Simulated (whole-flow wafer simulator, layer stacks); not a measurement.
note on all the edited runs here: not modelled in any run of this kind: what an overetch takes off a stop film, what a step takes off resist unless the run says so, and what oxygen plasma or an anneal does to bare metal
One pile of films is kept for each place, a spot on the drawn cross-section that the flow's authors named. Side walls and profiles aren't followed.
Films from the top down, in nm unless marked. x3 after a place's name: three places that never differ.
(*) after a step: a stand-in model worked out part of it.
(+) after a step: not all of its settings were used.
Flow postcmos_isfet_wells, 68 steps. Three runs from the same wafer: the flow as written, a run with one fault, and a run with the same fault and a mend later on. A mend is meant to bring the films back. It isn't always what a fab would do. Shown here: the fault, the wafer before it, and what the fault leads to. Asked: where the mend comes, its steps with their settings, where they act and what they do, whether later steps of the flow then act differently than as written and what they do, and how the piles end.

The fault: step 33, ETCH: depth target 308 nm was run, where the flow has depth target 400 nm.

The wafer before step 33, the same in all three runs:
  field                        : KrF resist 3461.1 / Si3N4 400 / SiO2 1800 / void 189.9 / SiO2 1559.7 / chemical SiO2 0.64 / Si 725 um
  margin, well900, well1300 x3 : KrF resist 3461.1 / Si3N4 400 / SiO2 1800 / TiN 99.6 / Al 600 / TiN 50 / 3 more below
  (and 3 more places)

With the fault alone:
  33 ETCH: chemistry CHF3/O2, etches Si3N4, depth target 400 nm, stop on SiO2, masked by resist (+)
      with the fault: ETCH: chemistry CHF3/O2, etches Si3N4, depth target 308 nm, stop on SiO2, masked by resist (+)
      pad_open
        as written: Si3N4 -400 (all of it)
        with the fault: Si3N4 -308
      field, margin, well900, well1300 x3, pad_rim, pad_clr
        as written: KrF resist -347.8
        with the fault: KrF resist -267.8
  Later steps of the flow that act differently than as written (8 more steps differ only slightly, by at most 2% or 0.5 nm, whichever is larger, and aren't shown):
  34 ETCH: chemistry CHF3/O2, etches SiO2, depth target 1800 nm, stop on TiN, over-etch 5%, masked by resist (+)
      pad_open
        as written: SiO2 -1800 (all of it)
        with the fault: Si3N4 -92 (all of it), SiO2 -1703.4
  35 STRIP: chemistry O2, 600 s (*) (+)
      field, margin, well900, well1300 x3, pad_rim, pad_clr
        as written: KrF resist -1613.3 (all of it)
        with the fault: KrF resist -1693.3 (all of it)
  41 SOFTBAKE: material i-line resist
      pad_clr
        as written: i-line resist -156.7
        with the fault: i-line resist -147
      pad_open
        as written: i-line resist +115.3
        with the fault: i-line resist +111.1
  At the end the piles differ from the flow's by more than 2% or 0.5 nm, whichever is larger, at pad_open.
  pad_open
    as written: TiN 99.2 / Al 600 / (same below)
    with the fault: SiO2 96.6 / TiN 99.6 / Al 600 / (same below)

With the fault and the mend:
  The mend comes after step 33.
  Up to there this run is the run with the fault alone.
  33a ETCH: chemistry CHF3/O2, etches Si3N4, depth target 92 nm, stop on SiO2, masked by resist (the flow's step 33 once more, with other settings)
      field, margin, well900, well1300 x3, pad_rim, pad_clr
        KrF resist -80
      pad_open
        Si3N4 -92 (all of it)
  No later step of the flow acts differently than as written at any place that is followed.
  At the end the piles are the same as the flow's at every place that both follow.
